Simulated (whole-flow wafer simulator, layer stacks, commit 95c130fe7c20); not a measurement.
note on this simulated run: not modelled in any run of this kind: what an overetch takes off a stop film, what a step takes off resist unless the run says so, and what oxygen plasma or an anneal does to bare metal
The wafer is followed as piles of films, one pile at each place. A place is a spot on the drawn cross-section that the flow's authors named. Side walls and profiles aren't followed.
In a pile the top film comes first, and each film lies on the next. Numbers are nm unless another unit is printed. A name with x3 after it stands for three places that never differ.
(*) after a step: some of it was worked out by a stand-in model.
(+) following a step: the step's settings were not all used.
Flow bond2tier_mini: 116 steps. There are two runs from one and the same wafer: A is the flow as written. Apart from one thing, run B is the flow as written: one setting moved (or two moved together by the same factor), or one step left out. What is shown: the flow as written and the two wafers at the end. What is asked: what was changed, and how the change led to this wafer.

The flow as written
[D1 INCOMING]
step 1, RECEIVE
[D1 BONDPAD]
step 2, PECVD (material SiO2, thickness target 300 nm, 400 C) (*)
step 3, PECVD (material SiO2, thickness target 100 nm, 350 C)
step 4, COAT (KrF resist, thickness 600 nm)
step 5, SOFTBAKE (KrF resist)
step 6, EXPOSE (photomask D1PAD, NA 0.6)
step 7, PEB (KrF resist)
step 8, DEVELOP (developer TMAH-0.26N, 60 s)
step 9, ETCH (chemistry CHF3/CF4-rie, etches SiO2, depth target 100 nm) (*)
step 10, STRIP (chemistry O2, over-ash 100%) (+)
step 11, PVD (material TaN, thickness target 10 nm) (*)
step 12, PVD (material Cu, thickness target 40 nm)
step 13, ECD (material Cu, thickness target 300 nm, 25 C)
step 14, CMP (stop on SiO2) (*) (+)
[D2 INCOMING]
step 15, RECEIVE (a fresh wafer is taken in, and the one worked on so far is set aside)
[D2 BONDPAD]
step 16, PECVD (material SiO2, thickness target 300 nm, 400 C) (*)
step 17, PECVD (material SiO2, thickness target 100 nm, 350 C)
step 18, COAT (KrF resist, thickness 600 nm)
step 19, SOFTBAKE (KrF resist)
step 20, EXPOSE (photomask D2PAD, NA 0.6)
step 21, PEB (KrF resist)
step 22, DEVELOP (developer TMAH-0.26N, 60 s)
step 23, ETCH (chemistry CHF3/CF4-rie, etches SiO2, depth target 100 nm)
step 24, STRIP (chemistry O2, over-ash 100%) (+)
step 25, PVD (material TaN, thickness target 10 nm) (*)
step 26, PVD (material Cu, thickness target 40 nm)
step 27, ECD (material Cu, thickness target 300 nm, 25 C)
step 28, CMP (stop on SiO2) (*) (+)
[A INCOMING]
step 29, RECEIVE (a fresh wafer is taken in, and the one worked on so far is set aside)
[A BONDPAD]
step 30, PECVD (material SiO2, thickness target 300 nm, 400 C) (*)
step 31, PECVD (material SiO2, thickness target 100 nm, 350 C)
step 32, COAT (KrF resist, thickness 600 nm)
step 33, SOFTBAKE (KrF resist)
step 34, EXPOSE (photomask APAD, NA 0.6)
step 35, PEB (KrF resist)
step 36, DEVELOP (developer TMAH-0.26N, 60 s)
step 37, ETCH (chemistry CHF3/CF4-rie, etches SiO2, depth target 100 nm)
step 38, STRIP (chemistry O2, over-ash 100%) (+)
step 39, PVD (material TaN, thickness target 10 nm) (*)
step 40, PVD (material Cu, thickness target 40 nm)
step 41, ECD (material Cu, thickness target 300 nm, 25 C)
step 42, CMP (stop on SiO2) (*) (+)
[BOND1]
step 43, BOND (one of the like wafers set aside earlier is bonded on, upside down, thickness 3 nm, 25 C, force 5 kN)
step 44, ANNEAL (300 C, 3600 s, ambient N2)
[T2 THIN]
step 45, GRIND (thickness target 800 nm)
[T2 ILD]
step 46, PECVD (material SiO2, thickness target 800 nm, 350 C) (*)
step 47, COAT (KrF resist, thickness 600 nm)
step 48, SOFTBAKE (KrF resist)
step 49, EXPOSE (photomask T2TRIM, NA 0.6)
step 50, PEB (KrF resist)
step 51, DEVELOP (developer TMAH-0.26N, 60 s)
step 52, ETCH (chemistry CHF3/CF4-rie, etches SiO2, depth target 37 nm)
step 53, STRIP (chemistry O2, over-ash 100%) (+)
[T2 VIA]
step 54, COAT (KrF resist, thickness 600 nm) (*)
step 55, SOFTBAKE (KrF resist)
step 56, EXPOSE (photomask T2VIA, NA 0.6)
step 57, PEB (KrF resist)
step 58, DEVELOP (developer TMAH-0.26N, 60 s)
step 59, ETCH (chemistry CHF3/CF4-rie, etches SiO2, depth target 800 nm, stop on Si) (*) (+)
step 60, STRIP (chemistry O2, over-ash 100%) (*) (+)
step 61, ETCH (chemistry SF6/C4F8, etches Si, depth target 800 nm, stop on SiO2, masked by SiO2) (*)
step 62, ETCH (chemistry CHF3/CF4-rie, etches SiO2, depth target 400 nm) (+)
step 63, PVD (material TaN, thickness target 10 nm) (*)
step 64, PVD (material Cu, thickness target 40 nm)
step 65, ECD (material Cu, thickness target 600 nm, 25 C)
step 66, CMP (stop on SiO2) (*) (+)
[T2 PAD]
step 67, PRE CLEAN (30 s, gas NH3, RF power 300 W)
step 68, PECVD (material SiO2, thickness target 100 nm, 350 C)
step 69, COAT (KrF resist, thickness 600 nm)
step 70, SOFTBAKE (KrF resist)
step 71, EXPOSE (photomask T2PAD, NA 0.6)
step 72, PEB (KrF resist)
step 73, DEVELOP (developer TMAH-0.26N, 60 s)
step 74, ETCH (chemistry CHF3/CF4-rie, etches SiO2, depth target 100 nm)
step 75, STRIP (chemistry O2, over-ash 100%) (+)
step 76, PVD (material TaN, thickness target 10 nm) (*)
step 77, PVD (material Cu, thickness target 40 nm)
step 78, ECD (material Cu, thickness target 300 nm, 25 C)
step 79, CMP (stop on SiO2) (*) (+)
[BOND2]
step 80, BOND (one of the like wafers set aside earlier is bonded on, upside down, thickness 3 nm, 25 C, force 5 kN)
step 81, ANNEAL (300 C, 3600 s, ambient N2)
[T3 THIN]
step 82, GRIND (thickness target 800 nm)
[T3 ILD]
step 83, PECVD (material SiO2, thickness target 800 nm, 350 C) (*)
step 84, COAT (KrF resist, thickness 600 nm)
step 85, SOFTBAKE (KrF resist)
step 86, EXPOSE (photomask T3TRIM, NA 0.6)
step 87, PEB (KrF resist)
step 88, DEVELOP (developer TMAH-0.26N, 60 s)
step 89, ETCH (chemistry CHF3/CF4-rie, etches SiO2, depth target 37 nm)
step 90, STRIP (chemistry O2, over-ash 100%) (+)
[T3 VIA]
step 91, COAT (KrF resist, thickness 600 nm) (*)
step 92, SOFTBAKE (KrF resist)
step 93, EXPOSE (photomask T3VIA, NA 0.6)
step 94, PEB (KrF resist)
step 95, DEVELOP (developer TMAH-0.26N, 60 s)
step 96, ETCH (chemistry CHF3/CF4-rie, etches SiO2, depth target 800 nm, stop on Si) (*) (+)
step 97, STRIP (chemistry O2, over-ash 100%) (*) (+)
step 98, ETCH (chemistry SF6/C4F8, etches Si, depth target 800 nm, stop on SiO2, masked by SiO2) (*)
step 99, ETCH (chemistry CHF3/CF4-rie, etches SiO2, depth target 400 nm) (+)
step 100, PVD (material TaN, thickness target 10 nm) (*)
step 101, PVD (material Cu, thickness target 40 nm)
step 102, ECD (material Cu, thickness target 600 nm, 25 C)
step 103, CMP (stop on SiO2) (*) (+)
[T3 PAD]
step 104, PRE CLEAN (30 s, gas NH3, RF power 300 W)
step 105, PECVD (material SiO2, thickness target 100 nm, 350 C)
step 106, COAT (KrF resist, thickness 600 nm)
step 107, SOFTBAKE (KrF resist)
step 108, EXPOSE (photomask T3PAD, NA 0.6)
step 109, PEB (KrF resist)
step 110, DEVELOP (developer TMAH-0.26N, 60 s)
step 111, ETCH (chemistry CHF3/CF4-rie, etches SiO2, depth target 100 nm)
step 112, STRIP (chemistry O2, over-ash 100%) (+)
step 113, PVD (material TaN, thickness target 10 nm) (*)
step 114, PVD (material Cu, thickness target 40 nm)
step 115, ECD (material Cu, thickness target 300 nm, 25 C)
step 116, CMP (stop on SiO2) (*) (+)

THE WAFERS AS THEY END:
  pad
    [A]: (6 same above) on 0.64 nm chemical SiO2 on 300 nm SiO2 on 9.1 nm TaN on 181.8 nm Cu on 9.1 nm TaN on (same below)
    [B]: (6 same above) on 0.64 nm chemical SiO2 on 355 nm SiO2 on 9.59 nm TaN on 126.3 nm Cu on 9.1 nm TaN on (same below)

What caused this: step 23, ETCH: depth target 45 nm was run, though the flow has depth target 100 nm.

The path from the change to this, step by step:
  step 23, ETCH (chemistry CHF3/CF4-rie, etches SiO2, depth target 100 nm)
      pad, via: A -100 SiO2 | B -45 SiO2
      field: A -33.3 KrF resist | B -15 KrF resist
  step 24, STRIP (chemistry O2, over-ash 100%) (+)
      field: A -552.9 KrF resist (all of it) | B -571.3 KrF resist (all of it)
  step 26, PVD (material Cu, thickness target 40 nm)
      pad: A +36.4 Cu (new film) | B +38.4 Cu (new film)
  step 27, ECD (material Cu, thickness target 300 nm, 25 C)
      pad: A +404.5 Cu | B +347 Cu
      via: A +400.2 Cu | B +345 Cu
  step 80, BOND (one of the like wafers set aside earlier is bonded on, upside down, thickness 3 nm, 25 C, force 5 kN)
      pad: A +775 um Si (new film), +0.64 chemical SiO2 (new film), +300 SiO2 (new film), +9.1 TaN (new film), +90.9 Cu | B +775 um Si (new film), +0.64 chemical SiO2 (new film), +355 SiO2 (new film), +9.59 TaN (new film), +35.4 Cu
